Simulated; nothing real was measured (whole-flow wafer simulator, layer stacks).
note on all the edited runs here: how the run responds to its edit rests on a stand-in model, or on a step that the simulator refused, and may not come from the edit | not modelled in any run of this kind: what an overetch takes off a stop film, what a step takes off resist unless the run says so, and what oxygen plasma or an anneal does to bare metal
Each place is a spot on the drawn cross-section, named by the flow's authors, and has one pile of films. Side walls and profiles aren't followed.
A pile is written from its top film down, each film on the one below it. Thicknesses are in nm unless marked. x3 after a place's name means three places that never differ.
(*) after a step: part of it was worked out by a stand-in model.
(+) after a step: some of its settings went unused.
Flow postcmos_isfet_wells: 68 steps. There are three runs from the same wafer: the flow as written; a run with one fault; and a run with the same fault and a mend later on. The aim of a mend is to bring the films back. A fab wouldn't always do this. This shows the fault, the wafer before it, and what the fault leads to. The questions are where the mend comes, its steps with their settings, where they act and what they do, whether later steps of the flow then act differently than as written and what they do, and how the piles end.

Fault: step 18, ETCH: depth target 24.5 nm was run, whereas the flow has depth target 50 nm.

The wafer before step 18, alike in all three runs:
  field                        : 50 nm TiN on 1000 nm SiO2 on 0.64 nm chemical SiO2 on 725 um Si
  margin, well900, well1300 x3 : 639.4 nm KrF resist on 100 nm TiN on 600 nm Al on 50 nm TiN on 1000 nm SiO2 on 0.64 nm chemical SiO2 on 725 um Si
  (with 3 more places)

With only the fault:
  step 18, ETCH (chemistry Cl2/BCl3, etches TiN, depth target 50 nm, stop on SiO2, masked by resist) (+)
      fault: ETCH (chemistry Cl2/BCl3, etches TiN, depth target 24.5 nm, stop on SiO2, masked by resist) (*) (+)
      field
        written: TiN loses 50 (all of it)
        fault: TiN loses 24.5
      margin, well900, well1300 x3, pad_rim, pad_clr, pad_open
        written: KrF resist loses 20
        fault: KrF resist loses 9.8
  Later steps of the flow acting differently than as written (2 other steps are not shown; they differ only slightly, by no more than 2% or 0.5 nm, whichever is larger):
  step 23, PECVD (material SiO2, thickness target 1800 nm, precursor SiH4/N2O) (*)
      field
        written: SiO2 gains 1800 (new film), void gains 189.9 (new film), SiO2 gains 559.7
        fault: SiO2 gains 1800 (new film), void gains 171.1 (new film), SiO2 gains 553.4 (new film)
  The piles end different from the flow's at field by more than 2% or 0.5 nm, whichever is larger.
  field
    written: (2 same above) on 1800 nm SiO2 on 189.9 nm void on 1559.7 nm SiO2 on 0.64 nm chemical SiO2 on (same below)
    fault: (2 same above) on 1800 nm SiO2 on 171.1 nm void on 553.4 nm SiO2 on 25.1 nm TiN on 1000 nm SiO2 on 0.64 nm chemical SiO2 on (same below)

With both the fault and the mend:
  The mend stands after step 18.
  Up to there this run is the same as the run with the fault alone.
  step 18a, ETCH (chemistry Cl2/BCl3, etches TiN, depth target 25.5 nm, stop on SiO2, masked by resist) (the flow's step 18, run once more with other settings)
      margin, well900, well1300 x3, pad_rim, pad_clr, pad_open
        KrF resist loses 10.2
      field
        TiN loses 25.5 (all of it)
  Later steps of the flow that are run all act as written at every place that is followed.
  At every place that both follow, the piles at the end match the flow's.
